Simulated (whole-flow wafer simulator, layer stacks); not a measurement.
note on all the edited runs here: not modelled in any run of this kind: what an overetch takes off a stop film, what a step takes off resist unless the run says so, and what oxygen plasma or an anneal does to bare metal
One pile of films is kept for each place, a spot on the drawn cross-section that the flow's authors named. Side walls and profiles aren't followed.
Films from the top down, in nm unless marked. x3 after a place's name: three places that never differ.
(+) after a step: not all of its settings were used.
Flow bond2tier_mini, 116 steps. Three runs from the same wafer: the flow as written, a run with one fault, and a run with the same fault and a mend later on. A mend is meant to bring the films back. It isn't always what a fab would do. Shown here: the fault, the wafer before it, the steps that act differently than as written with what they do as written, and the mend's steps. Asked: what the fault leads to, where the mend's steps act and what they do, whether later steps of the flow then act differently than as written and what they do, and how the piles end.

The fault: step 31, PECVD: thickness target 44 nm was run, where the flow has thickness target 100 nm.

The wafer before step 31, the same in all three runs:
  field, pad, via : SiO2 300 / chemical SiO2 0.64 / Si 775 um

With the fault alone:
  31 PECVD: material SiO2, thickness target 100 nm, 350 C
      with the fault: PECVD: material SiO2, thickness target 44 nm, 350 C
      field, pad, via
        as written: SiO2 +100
        with the fault: SiO2 +44
  No later step of the flow acts differently than as written at any place that is followed.
  At the end the piles differ from the flow's by more than 2% or 0.5 nm, whichever is larger, at field, pad.
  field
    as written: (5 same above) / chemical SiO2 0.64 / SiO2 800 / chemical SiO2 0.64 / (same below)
    with the fault: (5 same above) / chemical SiO2 0.64 / SiO2 744 / chemical SiO2 0.64 / (same below)
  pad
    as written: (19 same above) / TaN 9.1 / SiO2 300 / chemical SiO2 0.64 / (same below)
    with the fault: (19 same above) / TaN 9.1 / SiO2 244 / chemical SiO2 0.64 / (same below)

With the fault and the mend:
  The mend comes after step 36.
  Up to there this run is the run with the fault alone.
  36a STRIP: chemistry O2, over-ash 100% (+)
      field
        KrF resist -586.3 (all of it)
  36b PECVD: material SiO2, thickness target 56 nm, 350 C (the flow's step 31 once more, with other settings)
      field, pad, via
        SiO2 +56
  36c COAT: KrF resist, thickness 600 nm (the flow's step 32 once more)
      field, pad, via
        KrF resist +600 (new film)
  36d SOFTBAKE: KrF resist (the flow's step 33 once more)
      changes no film at any place that is followed
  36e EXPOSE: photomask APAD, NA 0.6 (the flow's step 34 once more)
      changes no film at any place that is followed
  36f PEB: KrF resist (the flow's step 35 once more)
      changes no film at any place that is followed
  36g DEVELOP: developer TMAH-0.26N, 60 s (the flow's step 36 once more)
      pad, via
        KrF resist -600 (all of it)
      field
        KrF resist -13.7
  No later step of the flow acts differently than as written at any place that is followed.
  At the end the piles are the same as the flow's at every place that both follow.
